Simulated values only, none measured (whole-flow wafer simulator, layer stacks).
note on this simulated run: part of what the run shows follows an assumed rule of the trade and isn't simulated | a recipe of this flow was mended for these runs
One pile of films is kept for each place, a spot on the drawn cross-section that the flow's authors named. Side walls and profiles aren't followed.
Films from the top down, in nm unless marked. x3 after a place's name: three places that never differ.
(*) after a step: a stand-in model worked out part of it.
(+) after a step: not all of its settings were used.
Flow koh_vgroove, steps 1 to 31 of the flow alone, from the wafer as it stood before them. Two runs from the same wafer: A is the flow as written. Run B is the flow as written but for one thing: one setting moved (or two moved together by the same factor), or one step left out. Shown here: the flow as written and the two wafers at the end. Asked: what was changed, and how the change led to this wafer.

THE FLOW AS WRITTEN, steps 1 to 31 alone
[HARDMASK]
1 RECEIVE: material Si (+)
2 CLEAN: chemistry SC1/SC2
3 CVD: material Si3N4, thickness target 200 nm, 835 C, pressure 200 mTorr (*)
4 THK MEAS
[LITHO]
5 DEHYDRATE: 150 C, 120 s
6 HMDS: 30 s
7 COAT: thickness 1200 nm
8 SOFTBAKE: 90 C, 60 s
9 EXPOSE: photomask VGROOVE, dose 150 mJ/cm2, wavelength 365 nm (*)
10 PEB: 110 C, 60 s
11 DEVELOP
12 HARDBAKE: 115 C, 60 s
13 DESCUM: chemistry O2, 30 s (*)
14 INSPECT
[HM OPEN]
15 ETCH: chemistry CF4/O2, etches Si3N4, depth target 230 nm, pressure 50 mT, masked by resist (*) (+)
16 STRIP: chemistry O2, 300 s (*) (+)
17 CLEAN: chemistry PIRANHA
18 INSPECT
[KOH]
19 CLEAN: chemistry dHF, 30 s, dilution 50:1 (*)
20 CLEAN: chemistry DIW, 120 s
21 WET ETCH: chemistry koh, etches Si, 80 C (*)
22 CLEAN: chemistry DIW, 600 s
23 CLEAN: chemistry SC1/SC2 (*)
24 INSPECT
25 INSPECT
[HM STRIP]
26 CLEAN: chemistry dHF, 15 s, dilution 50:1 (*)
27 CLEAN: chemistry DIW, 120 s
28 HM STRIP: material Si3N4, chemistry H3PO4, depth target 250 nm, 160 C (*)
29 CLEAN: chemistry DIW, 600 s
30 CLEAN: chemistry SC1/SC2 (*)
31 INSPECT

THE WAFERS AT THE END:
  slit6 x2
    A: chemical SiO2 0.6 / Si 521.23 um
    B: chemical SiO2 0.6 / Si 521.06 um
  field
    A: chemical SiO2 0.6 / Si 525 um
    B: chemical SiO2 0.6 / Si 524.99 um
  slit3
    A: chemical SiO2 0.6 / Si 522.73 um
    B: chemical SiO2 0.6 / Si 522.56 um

The cause: step 3, CVD: 709.8 C was run, where the flow has 835 C.

How the change led to this, step by step:
  3 CVD: material Si3N4, thickness target 200 nm, 835 C, pressure 200 mTorr (*)
      field, slit3, slit2, slit6 x2: A Si3N4 +200 (new film) | B Si3N4 +26.7 (new film)
  15 ETCH: chemistry CF4/O2, etches Si3N4, depth target 230 nm, pressure 50 mT, masked by resist (*) (+)
      slit3, slit2, slit6 x2: A Si3N4 -200 (all of it), chemical SiO2 -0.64 (all of it), Si -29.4 | B Si3N4 -26.7 (all of it), chemical SiO2 -0.64 (all of it), Si -202.6
  28 HM STRIP: material Si3N4, chemistry H3PO4, depth target 250 nm, 160 C (*)
      field: A Si3N4 -198.7 (all of it), chemical SiO2 -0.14, Si -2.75 | B Si3N4 -25.5 (all of it), chemical SiO2 -0.14, Si -11.4
